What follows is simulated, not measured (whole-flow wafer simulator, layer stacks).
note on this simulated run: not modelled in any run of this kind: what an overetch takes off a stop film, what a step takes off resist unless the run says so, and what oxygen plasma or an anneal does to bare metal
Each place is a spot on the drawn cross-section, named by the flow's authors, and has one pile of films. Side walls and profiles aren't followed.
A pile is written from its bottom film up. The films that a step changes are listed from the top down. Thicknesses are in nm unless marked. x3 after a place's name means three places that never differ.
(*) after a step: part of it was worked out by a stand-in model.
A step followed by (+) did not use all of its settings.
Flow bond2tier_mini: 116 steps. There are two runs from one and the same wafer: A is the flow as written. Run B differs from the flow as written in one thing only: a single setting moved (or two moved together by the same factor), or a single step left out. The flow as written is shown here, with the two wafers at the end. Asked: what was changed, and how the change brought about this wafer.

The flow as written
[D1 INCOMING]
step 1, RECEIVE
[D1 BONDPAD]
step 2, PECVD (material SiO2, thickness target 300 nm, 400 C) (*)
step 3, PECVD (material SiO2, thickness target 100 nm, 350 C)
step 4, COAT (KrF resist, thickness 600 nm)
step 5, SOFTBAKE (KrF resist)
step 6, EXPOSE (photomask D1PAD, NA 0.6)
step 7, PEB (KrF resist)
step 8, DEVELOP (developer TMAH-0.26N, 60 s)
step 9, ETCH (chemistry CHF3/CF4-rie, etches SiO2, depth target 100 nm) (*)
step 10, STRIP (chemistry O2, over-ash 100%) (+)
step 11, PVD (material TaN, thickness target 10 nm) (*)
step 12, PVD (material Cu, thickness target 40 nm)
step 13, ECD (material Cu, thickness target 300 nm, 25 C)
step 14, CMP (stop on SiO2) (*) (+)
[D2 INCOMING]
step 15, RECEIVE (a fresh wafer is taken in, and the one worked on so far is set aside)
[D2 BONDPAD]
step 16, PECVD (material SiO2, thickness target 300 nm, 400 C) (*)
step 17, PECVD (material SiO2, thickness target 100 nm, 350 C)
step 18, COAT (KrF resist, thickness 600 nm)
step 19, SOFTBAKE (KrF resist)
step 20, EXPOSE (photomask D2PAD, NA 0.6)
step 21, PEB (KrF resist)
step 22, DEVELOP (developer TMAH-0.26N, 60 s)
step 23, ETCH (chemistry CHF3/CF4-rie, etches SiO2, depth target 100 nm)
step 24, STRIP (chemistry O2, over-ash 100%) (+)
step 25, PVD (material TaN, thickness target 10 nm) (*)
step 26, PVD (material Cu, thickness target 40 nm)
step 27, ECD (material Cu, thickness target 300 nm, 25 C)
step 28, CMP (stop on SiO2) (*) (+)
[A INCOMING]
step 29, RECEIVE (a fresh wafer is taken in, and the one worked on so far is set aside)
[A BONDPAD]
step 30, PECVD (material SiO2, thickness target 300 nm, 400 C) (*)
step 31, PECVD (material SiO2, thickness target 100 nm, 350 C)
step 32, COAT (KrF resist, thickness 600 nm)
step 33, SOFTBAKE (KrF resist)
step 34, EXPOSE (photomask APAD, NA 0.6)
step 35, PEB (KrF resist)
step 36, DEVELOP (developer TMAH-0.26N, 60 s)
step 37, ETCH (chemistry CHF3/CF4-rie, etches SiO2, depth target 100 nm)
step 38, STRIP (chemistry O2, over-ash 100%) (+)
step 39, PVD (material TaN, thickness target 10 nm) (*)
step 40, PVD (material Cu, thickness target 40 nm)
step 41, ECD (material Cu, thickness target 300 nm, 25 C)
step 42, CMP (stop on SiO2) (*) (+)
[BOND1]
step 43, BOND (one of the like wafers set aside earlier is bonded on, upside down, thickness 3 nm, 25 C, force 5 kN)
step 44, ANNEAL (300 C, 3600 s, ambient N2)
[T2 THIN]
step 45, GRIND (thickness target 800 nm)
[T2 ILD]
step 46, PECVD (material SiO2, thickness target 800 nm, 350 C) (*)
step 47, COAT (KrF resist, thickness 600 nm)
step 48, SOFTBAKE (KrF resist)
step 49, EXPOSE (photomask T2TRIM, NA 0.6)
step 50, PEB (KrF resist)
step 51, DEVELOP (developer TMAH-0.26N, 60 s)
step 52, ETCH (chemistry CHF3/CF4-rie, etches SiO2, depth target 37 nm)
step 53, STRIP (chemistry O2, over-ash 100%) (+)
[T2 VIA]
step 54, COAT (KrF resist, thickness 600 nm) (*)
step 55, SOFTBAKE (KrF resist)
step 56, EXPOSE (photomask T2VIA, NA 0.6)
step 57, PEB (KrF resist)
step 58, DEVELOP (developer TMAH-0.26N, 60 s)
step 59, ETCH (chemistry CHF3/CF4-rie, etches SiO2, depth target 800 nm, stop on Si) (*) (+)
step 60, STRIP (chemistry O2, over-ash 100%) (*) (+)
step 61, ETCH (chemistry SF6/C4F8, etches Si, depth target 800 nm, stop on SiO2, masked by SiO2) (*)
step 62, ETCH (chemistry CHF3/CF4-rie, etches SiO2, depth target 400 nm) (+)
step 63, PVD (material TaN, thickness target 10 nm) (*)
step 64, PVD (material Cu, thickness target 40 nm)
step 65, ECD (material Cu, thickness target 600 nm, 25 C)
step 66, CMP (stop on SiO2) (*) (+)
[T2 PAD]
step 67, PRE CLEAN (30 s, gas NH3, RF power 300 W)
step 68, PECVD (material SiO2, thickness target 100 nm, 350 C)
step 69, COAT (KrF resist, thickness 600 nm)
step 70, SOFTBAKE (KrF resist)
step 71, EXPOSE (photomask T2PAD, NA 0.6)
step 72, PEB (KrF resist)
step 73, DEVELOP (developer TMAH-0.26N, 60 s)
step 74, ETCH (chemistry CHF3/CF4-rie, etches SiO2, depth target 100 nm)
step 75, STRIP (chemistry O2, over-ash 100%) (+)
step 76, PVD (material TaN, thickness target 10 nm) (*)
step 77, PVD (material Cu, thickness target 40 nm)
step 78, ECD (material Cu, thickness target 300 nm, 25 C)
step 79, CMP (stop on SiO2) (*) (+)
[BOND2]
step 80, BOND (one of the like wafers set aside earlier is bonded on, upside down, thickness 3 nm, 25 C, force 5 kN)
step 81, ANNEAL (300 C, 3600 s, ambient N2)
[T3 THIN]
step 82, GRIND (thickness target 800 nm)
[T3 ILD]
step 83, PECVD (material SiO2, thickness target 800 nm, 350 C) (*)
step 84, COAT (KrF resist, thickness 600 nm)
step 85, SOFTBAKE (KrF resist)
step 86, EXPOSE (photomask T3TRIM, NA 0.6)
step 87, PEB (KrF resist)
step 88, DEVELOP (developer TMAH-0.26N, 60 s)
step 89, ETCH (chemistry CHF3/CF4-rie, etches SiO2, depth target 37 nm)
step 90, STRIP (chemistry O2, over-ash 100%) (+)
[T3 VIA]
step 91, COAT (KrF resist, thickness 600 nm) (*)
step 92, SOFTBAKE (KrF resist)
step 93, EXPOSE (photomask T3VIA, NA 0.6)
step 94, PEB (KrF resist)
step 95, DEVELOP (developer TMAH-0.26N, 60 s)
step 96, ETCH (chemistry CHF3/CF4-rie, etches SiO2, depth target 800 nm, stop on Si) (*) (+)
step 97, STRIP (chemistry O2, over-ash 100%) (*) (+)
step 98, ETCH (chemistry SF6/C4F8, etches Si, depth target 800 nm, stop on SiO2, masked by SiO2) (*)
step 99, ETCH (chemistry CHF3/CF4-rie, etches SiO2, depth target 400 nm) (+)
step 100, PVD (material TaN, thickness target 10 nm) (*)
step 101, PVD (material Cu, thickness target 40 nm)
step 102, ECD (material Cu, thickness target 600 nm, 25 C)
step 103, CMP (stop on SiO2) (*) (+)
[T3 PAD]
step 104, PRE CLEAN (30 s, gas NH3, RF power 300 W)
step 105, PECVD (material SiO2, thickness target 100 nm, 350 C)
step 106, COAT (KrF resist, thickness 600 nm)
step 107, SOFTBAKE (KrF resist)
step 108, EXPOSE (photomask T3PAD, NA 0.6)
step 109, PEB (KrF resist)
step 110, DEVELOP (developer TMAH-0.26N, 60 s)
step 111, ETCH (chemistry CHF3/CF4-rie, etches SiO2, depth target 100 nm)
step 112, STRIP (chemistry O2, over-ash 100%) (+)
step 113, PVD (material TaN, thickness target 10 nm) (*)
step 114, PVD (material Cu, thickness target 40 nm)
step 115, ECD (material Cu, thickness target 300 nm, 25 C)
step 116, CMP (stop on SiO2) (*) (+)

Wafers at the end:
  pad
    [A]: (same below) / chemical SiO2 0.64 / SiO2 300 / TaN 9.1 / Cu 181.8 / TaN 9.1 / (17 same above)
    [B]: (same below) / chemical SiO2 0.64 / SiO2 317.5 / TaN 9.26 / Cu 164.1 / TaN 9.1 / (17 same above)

Cause: step 37, ETCH: depth target 82.5 nm was run, while the flow as written has depth target 100 nm.

The path from the change to this, step by step:
  step 37, ETCH (chemistry CHF3/CF4-rie, etches SiO2, depth target 100 nm)
      pad, via: A -100 SiO2 | B -82.5 SiO2
      field: A -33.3 KrF resist | B -27.5 KrF resist
  step 41, ECD (material Cu, thickness target 300 nm, 25 C)
      pad: A +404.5 Cu | B +386.2 Cu
      via: A +400.2 Cu | B +382.6 Cu
